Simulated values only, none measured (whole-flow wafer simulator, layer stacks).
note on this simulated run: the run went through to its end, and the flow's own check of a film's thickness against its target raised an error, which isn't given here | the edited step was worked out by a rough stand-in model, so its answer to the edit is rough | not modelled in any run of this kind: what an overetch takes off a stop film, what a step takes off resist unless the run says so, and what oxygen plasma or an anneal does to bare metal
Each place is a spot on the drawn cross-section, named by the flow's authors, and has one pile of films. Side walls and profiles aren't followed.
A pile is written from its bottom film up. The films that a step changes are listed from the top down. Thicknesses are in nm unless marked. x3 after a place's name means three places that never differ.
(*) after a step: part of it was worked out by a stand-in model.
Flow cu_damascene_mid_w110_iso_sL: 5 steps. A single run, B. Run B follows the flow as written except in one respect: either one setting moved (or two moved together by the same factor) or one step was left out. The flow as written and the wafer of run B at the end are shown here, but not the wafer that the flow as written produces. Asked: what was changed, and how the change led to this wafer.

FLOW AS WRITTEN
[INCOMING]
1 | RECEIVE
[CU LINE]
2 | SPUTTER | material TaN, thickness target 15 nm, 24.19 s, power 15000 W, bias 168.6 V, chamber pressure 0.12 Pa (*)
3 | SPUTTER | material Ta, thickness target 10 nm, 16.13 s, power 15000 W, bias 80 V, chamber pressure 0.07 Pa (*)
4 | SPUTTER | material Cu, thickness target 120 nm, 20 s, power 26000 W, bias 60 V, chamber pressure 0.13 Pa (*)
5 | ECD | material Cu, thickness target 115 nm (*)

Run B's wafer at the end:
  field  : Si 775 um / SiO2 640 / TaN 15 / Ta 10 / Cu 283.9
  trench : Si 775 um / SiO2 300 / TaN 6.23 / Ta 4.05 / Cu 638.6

Cause: step 5, ECD: thickness target 163.9 nm was run, whereas the flow has thickness target 115 nm.

The path from the change to this, step by step:
  5 | ECD | material Cu, thickness target 115 nm (*)
      field: +163.9 Cu (as written it would have been: +115 Cu)
      trench: +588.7 Cu (as written it would have been: +539.8 Cu)
